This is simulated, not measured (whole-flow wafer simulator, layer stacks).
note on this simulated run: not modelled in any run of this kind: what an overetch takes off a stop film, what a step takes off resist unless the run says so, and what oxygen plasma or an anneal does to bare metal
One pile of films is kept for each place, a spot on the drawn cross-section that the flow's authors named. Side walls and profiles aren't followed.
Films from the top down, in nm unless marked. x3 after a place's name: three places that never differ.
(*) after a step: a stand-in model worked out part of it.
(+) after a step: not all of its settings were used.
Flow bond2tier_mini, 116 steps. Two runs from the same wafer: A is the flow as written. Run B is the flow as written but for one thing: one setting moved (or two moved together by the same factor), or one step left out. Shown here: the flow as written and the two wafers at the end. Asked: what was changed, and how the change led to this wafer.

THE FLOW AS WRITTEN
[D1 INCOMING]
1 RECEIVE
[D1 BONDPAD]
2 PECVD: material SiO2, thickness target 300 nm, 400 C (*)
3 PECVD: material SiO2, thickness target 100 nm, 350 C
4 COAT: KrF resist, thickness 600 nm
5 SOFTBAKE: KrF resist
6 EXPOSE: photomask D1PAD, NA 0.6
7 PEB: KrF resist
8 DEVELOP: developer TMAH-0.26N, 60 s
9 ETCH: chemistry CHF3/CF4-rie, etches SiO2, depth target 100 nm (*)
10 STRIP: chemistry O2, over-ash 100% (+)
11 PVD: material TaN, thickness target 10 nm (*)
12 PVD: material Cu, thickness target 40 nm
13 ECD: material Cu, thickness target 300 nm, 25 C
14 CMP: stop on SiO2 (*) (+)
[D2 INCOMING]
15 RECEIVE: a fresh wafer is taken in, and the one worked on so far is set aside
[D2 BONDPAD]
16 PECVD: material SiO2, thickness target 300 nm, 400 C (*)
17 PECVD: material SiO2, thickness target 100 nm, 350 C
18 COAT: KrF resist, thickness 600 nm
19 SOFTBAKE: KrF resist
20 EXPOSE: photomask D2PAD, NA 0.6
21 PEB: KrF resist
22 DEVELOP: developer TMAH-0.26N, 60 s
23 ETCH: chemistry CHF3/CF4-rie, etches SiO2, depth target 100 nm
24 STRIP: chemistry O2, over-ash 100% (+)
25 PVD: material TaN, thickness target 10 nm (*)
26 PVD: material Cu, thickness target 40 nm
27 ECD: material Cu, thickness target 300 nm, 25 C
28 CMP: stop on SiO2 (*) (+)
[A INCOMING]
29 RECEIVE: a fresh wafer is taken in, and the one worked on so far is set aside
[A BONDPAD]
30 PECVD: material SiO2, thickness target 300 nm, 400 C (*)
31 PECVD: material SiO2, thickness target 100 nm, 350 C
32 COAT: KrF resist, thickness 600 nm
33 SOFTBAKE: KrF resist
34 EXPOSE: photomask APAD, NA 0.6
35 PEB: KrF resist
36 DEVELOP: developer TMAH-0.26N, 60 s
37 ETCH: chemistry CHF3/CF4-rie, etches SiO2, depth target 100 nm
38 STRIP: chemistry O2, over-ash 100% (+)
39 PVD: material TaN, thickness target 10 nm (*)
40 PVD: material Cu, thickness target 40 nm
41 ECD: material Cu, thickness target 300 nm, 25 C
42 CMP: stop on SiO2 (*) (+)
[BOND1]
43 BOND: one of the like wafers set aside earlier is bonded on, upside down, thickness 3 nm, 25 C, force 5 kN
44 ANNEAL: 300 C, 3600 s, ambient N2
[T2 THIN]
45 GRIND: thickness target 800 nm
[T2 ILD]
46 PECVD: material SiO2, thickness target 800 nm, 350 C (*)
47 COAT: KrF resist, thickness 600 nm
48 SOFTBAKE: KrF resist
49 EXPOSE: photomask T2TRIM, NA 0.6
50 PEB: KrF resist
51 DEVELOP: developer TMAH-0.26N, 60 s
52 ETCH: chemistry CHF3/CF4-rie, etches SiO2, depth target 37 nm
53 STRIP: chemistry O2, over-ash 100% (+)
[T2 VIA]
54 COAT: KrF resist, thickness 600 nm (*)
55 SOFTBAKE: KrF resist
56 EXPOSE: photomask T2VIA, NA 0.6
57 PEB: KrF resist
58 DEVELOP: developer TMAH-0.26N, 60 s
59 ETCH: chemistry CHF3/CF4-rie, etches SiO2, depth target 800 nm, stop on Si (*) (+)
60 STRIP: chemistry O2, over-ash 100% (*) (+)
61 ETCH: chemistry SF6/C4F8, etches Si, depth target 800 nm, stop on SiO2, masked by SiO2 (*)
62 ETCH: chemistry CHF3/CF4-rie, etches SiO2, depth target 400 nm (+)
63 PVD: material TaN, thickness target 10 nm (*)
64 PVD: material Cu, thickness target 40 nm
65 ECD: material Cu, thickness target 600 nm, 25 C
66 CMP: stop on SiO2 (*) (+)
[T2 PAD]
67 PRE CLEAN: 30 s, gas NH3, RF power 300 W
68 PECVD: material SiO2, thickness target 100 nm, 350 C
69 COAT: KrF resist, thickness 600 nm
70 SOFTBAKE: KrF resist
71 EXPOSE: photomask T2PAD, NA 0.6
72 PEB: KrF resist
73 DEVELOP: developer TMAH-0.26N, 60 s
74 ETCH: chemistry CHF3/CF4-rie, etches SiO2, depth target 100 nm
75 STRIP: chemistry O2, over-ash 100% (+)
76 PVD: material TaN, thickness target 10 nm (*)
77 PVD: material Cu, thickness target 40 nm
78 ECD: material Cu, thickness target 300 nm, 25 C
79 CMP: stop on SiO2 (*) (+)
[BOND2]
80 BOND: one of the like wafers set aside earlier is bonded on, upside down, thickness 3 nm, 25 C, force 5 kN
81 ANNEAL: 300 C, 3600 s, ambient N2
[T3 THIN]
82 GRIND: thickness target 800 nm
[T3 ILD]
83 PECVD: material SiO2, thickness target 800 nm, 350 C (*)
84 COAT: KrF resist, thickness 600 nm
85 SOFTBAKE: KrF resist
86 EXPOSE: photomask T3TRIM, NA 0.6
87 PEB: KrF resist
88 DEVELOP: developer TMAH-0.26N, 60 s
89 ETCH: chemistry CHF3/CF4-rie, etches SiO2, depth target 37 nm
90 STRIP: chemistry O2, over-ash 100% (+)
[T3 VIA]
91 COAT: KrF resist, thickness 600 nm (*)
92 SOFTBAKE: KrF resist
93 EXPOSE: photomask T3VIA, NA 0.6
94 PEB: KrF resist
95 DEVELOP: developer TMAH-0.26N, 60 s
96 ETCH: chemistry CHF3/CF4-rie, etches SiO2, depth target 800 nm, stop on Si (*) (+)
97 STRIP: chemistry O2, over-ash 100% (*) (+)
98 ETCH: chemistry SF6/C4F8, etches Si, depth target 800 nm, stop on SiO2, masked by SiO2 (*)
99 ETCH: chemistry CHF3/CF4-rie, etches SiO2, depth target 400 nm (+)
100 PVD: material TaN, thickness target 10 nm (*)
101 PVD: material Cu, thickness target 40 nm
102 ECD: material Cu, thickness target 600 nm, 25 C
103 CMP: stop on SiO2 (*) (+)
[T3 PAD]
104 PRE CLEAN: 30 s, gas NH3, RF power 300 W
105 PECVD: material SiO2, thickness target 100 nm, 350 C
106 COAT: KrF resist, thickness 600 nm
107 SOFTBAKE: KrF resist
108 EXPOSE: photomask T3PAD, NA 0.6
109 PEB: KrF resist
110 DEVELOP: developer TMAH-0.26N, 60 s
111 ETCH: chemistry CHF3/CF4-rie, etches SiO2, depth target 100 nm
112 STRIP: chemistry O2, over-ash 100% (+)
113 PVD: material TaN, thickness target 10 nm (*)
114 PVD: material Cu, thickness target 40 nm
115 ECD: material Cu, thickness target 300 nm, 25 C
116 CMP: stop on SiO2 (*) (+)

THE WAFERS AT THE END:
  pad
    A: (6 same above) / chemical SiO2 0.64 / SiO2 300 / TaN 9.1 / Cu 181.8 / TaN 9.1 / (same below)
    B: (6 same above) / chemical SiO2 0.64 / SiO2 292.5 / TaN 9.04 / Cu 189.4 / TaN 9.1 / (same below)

The cause: step 23, ETCH: depth target 107.5 nm was run, where the flow has depth target 100 nm.

How the change led to this, step by step:
  23 ETCH: chemistry CHF3/CF4-rie, etches SiO2, depth target 100 nm
      pad, via: A SiO2 -100 | B SiO2 -107.5
      field: A KrF resist -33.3 | B KrF resist -35.8
  80 BOND: one of the like wafers set aside earlier is bonded on, upside down, thickness 3 nm, 25 C, force 5 kN
      pad: A Si +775 um (new film), chemical SiO2 +0.64 (new film), SiO2 +300 (new film), TaN +9.1 (new film), Cu +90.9 | B Si +775 um (new film), chemical SiO2 +0.64 (new film), SiO2 +292.5 (new film), TaN +9.04 (new film), Cu +98.5
